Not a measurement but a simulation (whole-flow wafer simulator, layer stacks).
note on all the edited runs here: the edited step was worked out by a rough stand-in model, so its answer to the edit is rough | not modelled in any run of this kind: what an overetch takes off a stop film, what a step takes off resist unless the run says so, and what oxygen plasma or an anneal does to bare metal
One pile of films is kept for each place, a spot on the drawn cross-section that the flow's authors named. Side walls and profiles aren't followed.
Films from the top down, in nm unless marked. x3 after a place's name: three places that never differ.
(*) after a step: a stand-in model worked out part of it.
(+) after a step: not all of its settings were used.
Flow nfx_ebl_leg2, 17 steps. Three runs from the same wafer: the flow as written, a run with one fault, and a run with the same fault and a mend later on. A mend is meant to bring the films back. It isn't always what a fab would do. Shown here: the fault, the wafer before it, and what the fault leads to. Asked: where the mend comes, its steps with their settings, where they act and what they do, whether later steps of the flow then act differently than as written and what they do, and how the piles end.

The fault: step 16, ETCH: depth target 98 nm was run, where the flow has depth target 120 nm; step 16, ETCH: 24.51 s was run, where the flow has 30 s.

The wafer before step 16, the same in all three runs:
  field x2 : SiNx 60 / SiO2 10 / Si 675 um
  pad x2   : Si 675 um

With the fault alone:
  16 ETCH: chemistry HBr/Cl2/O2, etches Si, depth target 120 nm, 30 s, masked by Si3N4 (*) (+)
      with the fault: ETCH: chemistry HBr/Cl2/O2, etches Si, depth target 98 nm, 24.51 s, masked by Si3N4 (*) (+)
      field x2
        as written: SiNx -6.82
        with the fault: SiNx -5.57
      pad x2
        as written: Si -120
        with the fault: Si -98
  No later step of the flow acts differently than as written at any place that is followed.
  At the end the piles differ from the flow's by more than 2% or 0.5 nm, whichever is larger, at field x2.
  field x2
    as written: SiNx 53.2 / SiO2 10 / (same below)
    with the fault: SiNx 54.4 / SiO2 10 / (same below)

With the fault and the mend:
  The mend comes after step 17.
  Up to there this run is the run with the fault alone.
  17a ETCH: chemistry HBr/Cl2/O2, etches Si, depth target 22 nm, 5.49 s, masked by Si3N4 (*) (+) (the flow's step 16 once more, with other settings)
      field x2
        SiNx -1.25
      pad x2
        Si -22
  No later step of the flow acts differently than as written at any place that is followed.
  At the end the piles are the same as the flow's at every place that both follow.
